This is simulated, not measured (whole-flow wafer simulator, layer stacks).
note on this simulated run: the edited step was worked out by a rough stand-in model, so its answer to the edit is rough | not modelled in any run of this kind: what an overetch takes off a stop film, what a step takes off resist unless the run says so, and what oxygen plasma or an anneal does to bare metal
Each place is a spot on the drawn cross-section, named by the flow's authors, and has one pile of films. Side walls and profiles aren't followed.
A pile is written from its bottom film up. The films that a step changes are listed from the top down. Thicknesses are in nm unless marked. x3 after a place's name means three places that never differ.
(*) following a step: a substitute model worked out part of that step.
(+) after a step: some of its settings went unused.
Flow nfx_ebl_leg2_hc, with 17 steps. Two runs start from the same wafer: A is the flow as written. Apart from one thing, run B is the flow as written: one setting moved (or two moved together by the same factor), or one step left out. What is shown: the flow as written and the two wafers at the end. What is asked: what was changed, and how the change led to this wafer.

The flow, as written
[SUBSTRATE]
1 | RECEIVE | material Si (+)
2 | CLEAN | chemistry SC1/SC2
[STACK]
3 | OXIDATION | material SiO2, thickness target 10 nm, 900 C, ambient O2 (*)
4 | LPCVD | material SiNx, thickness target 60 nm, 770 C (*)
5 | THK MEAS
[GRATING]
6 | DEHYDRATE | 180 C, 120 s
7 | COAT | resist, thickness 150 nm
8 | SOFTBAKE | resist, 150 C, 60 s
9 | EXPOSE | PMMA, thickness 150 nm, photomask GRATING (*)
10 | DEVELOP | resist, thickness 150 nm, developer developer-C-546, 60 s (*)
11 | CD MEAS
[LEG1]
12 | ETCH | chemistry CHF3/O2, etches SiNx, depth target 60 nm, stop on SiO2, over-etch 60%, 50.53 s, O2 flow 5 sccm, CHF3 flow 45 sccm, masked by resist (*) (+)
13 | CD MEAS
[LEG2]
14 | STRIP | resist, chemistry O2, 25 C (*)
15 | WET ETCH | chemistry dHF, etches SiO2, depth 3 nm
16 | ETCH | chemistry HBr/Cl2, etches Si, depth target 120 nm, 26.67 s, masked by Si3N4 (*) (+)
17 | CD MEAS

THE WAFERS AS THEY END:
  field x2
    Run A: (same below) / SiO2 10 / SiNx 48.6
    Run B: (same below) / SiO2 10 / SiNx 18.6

The reason: step 4, LPCVD: thickness target 30 nm was run, though the flow has thickness target 60 nm.

The path from the change to this, step by step:
  4 | LPCVD | material SiNx, thickness target 60 nm, 770 C (*)
      field x2, pad x2: A +60 SiNx (new film) | B +30 SiNx (new film)
  12 | ETCH | chemistry CHF3/O2, etches SiNx, depth target 60 nm, stop on SiO2, over-etch 60%, 50.53 s, O2 flow 5 sccm, CHF3 flow 45 sccm, masked by resist (*) (+)
      pad x2: A -60 SiNx (all of it), -10 SiO2 (all of it) | B -30 SiNx (all of it), -10 SiO2 (all of it)
